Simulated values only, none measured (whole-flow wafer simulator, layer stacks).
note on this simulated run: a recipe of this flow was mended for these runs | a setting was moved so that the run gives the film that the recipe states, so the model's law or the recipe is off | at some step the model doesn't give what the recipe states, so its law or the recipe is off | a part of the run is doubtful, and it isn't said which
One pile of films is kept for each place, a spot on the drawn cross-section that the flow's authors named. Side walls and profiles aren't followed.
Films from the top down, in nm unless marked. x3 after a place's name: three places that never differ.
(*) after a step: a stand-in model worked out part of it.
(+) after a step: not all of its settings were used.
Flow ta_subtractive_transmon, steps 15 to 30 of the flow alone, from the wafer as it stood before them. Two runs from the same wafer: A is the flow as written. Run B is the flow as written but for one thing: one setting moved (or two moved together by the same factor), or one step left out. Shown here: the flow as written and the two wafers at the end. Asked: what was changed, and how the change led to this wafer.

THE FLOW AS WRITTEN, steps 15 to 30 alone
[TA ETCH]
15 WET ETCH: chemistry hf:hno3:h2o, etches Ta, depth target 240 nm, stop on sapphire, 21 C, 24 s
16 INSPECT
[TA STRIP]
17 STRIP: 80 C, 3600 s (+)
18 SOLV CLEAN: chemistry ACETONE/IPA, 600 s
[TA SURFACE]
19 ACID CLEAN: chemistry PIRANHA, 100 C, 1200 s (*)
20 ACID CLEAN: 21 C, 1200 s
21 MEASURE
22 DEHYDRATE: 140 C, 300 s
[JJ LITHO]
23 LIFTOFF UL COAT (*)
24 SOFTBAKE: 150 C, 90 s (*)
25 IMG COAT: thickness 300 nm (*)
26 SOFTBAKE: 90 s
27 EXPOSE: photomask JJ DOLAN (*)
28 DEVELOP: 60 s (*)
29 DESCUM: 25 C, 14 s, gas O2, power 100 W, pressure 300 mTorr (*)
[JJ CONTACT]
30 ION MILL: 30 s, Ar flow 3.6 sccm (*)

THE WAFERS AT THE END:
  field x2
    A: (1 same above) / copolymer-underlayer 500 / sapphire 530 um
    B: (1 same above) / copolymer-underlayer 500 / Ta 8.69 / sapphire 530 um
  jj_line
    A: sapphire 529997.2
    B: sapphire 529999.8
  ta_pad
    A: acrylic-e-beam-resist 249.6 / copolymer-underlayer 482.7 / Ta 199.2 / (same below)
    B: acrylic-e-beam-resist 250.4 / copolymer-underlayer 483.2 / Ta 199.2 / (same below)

The cause: step 15, WET ETCH: depth target 190.5 nm was run, where the flow has depth target 240 nm; step 15, WET ETCH: 19.05 s was run, where the flow has 24 s.

How the change led to this, step by step:
  15 WET ETCH: chemistry hf:hno3:h2o, etches Ta, depth target 240 nm, stop on sapphire, 21 C, 24 s
      field x2, jj_line, lead: A Ta -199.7 (all of it) | B Ta -190.5
  30 ION MILL: 30 s, Ar flow 3.6 sccm (*)
      jj_line, lead: A sapphire -2.8 | B Ta -8.69 (all of it), sapphire -0.22
Counting metal films that touch as one body, field x2 has 1 body; the flow as written gives 0 bodies.
